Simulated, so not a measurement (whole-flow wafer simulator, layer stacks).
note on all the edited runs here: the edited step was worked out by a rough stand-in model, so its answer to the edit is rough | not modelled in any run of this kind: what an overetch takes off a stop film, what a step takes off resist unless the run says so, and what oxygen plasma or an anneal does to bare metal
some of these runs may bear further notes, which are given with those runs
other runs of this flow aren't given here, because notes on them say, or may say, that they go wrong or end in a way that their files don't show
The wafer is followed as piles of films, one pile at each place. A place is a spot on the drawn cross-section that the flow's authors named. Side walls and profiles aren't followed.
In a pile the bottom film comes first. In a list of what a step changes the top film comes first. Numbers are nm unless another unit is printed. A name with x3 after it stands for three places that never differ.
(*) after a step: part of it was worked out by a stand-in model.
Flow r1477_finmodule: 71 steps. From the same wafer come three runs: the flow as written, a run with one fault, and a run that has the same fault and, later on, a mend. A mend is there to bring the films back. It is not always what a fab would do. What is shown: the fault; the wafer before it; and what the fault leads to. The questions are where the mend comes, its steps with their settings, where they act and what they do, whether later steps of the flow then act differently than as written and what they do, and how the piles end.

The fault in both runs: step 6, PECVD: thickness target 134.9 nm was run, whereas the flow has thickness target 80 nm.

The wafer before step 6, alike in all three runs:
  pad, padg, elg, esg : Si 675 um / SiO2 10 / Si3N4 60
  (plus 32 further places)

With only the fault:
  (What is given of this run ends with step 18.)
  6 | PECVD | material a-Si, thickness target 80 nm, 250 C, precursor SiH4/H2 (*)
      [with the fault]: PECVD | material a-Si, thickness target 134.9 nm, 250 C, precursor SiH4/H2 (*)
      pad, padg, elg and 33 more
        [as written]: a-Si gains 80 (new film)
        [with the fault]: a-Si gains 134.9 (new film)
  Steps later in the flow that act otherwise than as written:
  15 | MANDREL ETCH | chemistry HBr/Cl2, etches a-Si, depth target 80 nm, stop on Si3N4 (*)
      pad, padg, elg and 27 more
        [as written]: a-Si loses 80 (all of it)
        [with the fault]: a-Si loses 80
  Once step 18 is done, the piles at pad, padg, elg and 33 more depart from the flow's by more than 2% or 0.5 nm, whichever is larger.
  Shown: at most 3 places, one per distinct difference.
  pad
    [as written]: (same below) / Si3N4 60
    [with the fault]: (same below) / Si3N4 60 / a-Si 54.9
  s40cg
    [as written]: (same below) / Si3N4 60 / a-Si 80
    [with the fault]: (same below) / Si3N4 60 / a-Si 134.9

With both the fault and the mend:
  The mend stands after step 7.
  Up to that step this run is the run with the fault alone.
  7a | ETCH | chemistry tmah, depth target 54.9 nm
      pad, padg, elg and 33 more
        a-Si loses 54.9
  None of the later steps of the flow acts differently than as written at any place that is followed.
  By the end, the piles equal the flow's at every place that both follow.
